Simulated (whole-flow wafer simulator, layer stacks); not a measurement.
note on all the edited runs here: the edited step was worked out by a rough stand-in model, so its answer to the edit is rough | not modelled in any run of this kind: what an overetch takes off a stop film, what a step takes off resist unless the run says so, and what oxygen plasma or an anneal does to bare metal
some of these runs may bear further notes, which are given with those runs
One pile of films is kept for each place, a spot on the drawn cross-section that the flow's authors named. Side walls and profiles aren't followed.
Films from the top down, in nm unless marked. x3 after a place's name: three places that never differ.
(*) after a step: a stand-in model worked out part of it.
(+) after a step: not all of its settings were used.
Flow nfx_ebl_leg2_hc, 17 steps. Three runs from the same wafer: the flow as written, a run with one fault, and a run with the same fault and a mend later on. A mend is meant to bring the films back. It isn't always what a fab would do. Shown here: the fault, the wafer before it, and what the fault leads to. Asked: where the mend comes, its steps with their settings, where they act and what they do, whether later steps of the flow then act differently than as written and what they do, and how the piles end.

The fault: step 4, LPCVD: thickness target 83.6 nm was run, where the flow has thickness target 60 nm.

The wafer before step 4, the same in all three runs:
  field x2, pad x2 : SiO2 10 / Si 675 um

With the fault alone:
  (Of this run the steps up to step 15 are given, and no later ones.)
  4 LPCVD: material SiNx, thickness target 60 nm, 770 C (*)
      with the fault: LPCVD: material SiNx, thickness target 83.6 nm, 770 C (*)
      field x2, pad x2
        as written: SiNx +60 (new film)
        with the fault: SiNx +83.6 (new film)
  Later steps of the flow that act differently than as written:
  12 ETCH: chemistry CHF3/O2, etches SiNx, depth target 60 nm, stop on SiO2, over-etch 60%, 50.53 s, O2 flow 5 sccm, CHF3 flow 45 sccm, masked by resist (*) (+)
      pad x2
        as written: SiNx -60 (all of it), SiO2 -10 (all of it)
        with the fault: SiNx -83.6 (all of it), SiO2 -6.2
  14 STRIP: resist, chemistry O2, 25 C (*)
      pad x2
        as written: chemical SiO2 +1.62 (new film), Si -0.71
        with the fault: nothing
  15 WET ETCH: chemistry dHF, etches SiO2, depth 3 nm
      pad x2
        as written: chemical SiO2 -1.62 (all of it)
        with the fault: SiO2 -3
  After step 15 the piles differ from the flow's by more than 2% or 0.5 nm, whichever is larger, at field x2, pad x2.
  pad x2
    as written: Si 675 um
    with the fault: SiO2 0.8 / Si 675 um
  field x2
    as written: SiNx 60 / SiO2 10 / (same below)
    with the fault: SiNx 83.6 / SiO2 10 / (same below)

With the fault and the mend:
  The mend comes after step 5.
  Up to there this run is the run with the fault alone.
  5a ETCH: chemistry h3po4, depth target 23.6 nm
      field x2, pad x2
        SiNx -23.6
  No later step of the flow acts differently than as written at any place that is followed.
  At the end the piles are the same as the flow's at every place that both follow.
